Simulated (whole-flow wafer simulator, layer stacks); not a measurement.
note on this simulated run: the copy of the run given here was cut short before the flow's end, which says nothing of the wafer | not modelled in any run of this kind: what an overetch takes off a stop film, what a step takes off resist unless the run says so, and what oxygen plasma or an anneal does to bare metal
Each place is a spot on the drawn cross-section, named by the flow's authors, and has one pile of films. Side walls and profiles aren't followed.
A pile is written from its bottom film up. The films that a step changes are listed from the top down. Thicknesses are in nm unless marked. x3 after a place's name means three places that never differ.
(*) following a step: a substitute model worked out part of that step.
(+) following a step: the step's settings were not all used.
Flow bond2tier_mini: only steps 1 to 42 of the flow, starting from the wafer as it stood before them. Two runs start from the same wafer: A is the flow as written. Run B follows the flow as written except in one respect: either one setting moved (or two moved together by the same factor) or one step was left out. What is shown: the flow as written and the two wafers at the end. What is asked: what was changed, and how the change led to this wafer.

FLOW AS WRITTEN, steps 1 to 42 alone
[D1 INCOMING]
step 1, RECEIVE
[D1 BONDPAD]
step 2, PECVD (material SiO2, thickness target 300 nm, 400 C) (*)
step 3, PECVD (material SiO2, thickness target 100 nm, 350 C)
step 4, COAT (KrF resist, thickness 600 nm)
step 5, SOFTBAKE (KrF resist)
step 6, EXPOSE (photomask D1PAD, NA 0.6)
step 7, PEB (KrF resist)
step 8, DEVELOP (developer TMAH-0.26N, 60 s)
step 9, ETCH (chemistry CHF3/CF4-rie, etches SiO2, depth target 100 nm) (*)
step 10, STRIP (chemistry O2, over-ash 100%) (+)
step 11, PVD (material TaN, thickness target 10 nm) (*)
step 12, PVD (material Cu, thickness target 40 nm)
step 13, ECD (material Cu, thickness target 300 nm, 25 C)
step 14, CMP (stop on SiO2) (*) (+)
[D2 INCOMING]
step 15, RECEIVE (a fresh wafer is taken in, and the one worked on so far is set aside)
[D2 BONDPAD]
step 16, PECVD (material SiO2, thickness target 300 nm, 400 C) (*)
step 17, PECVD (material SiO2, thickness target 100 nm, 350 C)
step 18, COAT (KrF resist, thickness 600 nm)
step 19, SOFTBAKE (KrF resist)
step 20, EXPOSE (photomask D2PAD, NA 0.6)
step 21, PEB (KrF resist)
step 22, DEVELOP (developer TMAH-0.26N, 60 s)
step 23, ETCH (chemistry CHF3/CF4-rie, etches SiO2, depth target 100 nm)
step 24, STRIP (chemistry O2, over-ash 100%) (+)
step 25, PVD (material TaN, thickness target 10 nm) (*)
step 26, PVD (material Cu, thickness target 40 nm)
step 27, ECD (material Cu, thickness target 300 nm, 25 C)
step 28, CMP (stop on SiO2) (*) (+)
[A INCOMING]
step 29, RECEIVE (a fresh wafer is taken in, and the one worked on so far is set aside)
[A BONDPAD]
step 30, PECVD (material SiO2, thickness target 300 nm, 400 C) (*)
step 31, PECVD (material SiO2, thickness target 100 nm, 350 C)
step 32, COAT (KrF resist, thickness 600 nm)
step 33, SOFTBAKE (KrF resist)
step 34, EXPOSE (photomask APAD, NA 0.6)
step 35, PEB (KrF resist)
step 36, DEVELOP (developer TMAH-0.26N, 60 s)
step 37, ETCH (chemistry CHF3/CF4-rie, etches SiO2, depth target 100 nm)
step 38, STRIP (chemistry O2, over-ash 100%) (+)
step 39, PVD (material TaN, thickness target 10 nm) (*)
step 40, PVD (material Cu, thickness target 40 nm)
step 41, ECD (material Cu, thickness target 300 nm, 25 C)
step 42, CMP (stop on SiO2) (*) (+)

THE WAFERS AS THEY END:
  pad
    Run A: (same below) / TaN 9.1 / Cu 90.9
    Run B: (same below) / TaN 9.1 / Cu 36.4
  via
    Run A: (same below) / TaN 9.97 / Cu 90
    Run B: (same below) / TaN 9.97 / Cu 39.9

Cause: step 41, ECD: material Cu, thickness target 300 nm, 25 C, was not run.

The path from the change to this, step by step:
  step 42, CMP (stop on SiO2) (*) (+)
      pad, via: A Cu loses 350 | B nothing
      field: A Cu loses 340 (all of it), TaN loses 10 (all of it) | B Cu loses 40 (all of it), TaN loses 10 (all of it)
